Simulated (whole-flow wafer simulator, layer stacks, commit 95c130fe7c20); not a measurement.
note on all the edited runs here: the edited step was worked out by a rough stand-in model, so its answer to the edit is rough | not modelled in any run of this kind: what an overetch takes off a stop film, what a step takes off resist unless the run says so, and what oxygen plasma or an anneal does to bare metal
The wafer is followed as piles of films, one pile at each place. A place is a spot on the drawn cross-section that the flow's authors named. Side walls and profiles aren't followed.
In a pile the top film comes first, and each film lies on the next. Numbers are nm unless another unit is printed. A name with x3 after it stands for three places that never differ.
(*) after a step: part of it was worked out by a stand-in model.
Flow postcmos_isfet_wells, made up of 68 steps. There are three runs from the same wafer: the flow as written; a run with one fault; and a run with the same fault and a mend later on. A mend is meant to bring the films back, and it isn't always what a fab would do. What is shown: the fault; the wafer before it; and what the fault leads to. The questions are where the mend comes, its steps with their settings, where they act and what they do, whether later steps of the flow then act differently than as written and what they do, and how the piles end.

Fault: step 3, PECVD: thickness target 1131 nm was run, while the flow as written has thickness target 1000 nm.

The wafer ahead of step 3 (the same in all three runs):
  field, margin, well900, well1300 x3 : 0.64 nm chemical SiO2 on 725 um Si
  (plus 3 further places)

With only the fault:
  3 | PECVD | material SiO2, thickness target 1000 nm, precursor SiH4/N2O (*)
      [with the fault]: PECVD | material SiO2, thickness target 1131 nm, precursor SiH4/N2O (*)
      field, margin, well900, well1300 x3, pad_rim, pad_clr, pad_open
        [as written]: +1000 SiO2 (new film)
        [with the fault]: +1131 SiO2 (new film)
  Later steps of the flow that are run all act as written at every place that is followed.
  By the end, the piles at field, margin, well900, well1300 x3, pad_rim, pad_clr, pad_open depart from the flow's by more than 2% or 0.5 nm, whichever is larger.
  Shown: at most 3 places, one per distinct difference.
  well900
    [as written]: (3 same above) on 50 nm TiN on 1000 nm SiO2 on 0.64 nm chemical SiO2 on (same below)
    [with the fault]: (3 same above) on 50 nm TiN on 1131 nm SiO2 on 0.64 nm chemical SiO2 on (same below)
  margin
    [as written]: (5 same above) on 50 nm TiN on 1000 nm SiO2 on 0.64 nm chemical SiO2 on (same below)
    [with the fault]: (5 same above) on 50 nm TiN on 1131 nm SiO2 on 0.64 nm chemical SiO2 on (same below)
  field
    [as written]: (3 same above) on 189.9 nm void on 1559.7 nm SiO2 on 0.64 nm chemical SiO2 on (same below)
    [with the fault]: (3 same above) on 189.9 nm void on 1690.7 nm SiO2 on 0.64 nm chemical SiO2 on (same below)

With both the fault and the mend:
  The mend follows step 3.
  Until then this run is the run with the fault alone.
  3a | ETCH | chemistry boe, depth target 1301 nm
      field, margin, well900, well1300 x3, pad_rim, pad_clr, pad_open
        -1131 SiO2 (all of it), -0.64 chemical SiO2 (all of it)
  3b | PECVD | material SiO2, thickness target 1000 nm, precursor SiH4/N2O (the flow's step 3, run once more)
      field, margin, well900, well1300 x3, pad_rim, pad_clr, pad_open
        +1000 SiO2 (new film)
  Later steps of the flow that are run all act as written at every place that is followed.
  By the end, the piles at field, margin, well900, well1300 x3, pad_rim, pad_clr, pad_open depart from the flow's by more than 2% or 0.5 nm, whichever is larger.
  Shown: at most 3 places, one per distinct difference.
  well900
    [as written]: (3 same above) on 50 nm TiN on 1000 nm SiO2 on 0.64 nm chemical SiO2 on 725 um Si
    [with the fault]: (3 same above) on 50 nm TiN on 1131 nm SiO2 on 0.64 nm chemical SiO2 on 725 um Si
    [with the mend]: (3 same above) on 50 nm TiN on 1000 nm SiO2 on 725 um Si
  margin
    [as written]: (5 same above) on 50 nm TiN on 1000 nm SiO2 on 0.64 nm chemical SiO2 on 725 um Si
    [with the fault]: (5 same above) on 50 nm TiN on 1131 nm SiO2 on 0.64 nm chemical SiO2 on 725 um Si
    [with the mend]: (5 same above) on 50 nm TiN on 1000 nm SiO2 on 725 um Si
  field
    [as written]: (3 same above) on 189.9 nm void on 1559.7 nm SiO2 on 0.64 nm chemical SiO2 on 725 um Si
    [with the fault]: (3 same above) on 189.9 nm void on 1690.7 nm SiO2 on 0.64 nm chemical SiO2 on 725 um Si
    [with the mend]: (3 same above) on 189.9 nm void on 1559.7 nm SiO2 on 725 um Si
